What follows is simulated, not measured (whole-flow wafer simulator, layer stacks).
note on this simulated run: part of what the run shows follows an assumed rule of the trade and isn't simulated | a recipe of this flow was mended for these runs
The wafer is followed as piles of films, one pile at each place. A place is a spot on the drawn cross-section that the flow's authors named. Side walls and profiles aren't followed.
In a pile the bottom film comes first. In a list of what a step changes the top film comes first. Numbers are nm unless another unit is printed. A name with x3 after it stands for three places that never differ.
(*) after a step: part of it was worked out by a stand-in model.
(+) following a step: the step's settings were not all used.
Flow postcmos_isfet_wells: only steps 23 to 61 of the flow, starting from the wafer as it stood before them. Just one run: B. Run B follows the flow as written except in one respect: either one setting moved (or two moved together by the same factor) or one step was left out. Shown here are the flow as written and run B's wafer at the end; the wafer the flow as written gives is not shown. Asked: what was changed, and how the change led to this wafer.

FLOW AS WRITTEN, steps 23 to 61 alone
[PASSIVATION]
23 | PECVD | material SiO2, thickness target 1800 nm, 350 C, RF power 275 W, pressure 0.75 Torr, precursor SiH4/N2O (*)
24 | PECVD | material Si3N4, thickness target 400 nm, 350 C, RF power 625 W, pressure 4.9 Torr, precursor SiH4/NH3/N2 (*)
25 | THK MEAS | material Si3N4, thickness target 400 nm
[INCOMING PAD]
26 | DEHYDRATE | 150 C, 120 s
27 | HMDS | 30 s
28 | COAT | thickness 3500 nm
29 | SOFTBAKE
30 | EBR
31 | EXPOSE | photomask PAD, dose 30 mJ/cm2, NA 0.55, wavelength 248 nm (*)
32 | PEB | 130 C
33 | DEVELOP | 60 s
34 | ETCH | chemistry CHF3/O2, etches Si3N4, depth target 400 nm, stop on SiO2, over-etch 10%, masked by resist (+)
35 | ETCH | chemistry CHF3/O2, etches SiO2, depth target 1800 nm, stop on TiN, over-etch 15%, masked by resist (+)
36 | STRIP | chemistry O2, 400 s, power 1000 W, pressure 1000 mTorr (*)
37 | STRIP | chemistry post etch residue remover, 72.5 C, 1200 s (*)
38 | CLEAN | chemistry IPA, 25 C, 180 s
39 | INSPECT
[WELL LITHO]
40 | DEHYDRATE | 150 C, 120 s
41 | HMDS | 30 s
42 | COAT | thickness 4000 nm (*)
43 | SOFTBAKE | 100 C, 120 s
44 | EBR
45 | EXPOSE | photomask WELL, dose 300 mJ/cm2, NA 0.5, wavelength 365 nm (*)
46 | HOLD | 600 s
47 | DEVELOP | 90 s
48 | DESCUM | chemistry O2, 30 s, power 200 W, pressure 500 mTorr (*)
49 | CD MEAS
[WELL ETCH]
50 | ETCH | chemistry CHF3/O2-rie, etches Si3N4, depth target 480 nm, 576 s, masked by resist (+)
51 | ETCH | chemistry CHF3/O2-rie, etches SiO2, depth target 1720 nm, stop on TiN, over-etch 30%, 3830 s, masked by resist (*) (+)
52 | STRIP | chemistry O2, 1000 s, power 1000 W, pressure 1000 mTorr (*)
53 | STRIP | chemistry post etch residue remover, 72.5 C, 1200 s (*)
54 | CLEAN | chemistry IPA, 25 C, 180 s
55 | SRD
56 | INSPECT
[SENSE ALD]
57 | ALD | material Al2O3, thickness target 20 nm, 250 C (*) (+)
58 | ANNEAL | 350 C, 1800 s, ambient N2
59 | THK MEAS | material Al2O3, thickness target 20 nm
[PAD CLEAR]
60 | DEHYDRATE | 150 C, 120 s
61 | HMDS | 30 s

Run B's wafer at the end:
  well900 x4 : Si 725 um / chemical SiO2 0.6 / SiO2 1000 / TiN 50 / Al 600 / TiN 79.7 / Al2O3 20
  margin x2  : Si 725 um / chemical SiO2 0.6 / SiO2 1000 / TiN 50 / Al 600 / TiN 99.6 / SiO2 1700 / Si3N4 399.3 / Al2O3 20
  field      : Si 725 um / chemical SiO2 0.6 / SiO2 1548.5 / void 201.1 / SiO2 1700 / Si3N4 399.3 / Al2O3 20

What caused this: step 23, PECVD: thickness target 1700 nm was run, whereas the flow has thickness target 1800 nm.
The wafer itself shows it: margin x2 has SiO2 1700, and step 23 as written asks for 1800 nm.

Step by step, how the change led to this:
  23 | PECVD | material SiO2, thickness target 1800 nm, 350 C, RF power 275 W, pressure 0.75 Torr, precursor SiH4/N2O (*)
      margin x2, well900 x4, pad_clr, pad_open: SiO2 gains 1700 (new film) (in the flow as written it would be: SiO2 gains 1800 (new film))
      field: SiO2 gains 1700 (new film), void gains 201.1 (new film), SiO2 gains 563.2 (in the flow as written it would be: SiO2 gains 1800 (new film), void gains 201.1 (new film), SiO2 gains 563.2)
  35 | ETCH | chemistry CHF3/O2, etches SiO2, depth target 1800 nm, stop on TiN, over-etch 15%, masked by resist (+)
      field, margin x2, well900 x4, pad_clr: thick-KrF-resist loses 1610 (in the flow as written it would be: thick-KrF-resist loses 1705.8)
      pad_open: SiO2 loses 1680 (all of it), TiN loses 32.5 (in the flow as written it would be: SiO2 loses 1780 (all of it), TiN loses 24.2)
  36 | STRIP | chemistry O2, 400 s, power 1000 W, pressure 1000 mTorr (*)
      field, margin x2, well900 x4, pad_clr: thick-KrF-resist loses 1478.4 (all of it) (in the flow as written it would be: thick-KrF-resist loses 1382.5 (all of it))
  43 | SOFTBAKE | 100 C, 120 s
      pad_clr: thick-g/i-line-resist loses 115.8 (in the flow as written it would be: thick-g/i-line-resist loses 123)
      pad_open: thick-g/i-line-resist gains 70.6 (in the flow as written it would be: thick-g/i-line-resist gains 73)
  51 | ETCH | chemistry CHF3/O2-rie, etches SiO2, depth target 1720 nm, stop on TiN, over-etch 30%, 3830 s, masked by resist (*) (+)
      well900 x4: SiO2 loses 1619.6 (all of it), TiN loses 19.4 (in the flow as written it would be: SiO2 loses 1719.6 (all of it), TiN loses 20.6)
